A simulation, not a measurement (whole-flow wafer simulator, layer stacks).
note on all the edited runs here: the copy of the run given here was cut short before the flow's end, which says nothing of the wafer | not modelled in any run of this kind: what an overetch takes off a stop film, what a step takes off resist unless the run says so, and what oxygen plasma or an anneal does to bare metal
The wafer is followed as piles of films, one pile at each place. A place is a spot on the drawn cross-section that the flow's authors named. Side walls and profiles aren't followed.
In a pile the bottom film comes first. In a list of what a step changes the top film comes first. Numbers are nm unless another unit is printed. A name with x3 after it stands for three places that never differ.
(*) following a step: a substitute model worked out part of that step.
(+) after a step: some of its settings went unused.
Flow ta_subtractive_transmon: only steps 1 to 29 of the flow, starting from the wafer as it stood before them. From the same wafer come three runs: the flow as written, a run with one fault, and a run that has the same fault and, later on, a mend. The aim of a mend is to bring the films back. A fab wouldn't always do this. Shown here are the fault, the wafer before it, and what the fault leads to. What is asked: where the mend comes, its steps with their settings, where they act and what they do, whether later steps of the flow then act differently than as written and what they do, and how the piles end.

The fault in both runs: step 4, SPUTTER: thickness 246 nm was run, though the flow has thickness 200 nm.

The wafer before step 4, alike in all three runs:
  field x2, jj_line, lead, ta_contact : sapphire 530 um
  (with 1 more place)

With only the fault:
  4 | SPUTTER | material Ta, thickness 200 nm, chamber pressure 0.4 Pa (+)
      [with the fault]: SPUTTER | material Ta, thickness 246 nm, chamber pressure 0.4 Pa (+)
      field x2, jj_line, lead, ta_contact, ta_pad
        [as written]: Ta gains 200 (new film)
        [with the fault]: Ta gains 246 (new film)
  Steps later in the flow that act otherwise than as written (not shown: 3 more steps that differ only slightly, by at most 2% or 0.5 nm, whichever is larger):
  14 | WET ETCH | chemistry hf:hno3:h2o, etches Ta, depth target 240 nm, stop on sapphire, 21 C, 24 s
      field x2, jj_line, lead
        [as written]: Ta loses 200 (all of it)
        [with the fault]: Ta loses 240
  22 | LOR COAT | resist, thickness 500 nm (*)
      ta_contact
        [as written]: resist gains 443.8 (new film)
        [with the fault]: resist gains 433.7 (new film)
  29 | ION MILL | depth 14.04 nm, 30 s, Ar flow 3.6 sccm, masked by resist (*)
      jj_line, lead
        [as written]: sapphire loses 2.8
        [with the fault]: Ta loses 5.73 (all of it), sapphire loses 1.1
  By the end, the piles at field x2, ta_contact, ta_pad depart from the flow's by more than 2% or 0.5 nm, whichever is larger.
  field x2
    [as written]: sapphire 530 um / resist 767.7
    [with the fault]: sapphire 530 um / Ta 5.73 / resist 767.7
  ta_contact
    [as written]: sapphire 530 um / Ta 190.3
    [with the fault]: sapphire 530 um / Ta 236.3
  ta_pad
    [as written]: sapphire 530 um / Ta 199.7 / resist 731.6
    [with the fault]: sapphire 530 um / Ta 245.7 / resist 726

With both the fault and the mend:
  The mend stands after step 5.
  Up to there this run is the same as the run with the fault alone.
  5a | WET ETCH | chemistry hf:hno3:h2o, etches Ta, depth target 283.2 nm, stop on sapphire, 21 C, 28.32 s
      field x2, jj_line, lead, ta_contact, ta_pad
        Ta loses 246 (all of it)
  5b | SPUTTER | material Ta, thickness 200 nm, chamber pressure 0.4 Pa (+) (a further turn of the flow's step 4)
      field x2, jj_line, lead, ta_contact, ta_pad
        Ta gains 200 (new film)
  Later steps of the flow that are run all act as written at every place that is followed.
  At every place that both follow, the piles at the end match the flow's.
